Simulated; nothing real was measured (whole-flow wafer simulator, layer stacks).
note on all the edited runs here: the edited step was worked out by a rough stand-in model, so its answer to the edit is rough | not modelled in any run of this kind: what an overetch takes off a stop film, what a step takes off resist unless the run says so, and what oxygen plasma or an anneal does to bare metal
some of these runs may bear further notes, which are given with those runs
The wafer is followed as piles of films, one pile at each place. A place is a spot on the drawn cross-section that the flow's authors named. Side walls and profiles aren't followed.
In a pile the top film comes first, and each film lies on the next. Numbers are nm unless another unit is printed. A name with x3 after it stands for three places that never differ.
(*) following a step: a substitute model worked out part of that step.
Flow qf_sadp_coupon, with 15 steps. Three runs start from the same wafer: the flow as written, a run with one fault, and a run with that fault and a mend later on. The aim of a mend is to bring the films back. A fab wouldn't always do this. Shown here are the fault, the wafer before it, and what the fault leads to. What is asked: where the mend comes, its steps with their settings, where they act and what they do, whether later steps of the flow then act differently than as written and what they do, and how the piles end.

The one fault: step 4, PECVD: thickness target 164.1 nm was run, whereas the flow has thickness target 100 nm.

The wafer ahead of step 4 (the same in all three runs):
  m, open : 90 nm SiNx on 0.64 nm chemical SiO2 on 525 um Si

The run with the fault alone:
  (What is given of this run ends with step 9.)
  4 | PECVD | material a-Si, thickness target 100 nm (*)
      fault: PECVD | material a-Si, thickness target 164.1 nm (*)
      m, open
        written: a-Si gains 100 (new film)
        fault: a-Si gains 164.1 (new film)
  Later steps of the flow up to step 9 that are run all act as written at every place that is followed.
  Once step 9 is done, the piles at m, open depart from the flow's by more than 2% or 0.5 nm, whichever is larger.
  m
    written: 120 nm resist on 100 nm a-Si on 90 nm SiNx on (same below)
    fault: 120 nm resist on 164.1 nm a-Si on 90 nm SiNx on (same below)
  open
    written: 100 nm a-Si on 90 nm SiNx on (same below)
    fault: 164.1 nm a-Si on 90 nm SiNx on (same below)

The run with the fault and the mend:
  The mend follows step 4.
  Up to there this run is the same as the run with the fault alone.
  4a | ETCH | chemistry tmah, depth target 188.7 nm
      m, open
        a-Si loses 164.1 (all of it)
  4b | PECVD | material a-Si, thickness target 100 nm (*) (the flow's step 4 again)
      m, open
        a-Si gains 100 (new film)
  Later steps of the flow that are run all act as written at every place that is followed.
  The piles end the same as the flow's at every place that both follow.
